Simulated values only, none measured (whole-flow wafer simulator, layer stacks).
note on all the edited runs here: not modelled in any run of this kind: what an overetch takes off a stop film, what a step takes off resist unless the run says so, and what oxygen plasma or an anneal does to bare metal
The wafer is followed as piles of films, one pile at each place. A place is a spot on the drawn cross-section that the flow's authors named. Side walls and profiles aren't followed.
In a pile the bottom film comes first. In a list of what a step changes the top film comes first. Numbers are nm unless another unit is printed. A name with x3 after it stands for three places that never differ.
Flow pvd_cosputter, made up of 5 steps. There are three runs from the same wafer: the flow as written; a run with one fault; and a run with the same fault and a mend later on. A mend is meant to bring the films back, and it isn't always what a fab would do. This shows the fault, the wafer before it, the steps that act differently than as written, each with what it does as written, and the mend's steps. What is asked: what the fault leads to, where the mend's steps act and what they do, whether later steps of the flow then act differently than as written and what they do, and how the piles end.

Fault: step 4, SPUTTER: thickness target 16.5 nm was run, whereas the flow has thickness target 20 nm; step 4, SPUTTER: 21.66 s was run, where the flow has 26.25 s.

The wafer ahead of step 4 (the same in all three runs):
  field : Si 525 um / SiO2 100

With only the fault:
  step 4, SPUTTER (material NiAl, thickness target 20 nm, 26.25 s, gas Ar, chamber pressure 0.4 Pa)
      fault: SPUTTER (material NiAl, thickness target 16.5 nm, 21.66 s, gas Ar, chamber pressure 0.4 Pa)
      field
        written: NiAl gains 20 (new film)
        fault: NiAl gains 16.5 (new film)
  Every later step of the flow that is run acts as written at every place that is followed.
  At field, the piles at the end differ from the flow's by more than 2% or 0.5 nm, whichever is larger.
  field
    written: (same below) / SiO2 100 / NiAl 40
    fault: (same below) / SiO2 100 / NiAl 36.5

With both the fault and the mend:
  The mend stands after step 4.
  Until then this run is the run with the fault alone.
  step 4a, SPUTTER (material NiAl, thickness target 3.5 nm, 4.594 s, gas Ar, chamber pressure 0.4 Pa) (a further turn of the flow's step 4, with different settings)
      field
        NiAl gains 3.5
  Every later step of the flow that is run acts as written at every place that is followed.
  At every place that both follow, the piles at the end match the flow's.
